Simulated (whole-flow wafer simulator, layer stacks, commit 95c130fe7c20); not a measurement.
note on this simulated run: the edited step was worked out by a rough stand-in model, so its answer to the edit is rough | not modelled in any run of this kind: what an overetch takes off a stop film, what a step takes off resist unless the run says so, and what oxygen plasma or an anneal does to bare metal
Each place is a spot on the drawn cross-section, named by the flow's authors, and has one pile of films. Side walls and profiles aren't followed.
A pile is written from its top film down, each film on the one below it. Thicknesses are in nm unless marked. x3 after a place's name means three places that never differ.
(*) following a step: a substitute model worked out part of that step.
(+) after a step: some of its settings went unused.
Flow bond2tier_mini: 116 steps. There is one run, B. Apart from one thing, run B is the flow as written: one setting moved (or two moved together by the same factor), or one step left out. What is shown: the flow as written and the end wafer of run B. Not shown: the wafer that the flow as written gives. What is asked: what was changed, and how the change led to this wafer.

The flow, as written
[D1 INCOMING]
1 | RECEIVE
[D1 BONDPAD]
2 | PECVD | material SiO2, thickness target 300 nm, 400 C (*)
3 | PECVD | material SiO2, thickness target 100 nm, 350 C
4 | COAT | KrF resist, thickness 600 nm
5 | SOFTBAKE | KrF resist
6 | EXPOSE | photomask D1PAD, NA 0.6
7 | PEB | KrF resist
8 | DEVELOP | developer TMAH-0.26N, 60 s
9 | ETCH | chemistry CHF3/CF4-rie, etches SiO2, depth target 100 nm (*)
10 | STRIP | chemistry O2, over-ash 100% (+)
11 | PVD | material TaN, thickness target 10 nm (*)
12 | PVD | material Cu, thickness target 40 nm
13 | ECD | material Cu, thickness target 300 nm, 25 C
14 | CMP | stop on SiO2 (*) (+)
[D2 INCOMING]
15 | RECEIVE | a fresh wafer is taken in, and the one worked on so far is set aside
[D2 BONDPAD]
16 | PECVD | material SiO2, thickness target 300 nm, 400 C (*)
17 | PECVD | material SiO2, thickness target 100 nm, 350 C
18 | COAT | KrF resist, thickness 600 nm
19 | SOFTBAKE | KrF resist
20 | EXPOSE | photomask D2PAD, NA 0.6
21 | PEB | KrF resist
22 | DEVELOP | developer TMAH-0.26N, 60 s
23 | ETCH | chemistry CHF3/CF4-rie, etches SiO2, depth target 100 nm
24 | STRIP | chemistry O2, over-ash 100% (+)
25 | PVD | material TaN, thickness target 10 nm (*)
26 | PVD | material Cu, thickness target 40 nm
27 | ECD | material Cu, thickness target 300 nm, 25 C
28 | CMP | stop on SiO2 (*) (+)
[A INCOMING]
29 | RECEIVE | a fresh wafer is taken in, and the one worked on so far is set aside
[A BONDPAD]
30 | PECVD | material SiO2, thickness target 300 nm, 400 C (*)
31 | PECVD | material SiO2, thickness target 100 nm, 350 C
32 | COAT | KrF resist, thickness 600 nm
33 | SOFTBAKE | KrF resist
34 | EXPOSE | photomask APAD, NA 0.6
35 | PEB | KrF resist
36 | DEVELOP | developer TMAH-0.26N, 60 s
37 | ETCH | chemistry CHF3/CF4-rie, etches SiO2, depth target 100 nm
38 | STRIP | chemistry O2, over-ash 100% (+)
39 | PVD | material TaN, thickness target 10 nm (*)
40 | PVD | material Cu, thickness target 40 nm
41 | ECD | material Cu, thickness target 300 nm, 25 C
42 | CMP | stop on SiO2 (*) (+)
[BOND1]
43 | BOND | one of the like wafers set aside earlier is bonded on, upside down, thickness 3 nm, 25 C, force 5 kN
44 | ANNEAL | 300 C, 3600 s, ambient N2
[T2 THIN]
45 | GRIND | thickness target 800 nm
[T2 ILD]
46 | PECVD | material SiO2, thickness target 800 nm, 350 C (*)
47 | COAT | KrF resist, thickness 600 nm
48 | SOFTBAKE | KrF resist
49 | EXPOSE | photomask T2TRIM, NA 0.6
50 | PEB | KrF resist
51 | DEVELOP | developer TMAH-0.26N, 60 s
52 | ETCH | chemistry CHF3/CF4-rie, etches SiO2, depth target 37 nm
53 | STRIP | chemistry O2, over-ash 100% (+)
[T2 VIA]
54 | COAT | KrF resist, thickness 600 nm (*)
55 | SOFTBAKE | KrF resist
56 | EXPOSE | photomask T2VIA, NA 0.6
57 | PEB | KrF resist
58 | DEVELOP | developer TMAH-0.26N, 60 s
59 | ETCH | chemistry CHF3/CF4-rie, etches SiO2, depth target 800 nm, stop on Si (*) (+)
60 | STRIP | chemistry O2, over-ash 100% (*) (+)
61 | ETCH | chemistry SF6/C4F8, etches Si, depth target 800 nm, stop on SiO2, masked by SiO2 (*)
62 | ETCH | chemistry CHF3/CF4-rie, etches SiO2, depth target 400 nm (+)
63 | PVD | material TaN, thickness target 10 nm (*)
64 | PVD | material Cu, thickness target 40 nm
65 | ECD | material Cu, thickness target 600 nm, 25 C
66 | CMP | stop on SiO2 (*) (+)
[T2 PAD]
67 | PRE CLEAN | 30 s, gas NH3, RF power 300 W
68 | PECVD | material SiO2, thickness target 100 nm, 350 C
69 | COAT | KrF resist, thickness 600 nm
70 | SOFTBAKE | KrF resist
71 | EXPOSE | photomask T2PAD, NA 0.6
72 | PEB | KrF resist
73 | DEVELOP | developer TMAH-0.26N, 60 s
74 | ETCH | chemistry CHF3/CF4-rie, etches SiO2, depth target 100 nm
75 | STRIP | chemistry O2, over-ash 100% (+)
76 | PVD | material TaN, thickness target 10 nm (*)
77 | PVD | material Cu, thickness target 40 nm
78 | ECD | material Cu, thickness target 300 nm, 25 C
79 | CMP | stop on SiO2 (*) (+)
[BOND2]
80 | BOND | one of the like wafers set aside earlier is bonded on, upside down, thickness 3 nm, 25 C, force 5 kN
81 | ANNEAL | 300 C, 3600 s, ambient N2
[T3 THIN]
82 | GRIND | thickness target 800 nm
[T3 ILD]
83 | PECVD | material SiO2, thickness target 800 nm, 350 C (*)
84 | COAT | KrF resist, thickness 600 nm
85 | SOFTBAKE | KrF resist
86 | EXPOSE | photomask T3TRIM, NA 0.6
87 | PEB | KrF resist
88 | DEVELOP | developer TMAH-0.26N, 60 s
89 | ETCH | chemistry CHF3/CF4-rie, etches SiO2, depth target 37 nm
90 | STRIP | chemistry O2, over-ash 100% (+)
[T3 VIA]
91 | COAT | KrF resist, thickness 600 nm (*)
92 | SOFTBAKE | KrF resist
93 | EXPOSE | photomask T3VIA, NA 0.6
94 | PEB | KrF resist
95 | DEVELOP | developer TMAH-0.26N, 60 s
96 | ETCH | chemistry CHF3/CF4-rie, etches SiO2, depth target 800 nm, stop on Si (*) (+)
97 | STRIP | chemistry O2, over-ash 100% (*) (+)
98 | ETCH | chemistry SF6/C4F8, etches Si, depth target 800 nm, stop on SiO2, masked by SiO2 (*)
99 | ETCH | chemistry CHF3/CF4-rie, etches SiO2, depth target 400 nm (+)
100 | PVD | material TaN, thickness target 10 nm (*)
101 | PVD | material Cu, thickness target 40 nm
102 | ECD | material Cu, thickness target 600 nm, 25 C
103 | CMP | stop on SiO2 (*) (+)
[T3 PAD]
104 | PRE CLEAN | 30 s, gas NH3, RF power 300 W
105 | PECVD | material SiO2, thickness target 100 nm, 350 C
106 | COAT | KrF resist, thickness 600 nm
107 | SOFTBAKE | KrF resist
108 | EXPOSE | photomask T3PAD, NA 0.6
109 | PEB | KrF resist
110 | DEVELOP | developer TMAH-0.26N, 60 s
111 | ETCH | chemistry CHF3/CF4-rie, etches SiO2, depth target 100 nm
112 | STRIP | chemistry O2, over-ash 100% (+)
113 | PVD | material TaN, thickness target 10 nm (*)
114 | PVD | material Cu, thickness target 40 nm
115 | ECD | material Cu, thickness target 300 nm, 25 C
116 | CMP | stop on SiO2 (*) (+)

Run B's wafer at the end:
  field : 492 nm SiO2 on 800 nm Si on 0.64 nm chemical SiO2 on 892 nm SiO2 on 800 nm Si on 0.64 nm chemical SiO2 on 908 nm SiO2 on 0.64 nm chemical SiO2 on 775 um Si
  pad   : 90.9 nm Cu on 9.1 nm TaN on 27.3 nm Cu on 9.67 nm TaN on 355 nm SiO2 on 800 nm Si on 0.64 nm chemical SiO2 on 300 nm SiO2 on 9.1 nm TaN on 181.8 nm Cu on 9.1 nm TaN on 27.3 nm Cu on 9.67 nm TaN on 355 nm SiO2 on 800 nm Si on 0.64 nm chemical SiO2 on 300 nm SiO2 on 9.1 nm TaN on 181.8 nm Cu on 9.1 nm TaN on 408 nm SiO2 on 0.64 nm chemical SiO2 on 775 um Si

The reason: step 30, PECVD: thickness target 408 nm was run, though the flow has thickness target 300 nm.
The wafer itself shows it: pad has SiO2 408, and step 30 as written asks for 300 nm.

The path from the change to this, step by step:
  30 | PECVD | material SiO2, thickness target 300 nm, 400 C (*)
      field, pad, via: +408 SiO2 (new film) (in the flow as written it would be: +300 SiO2 (new film))
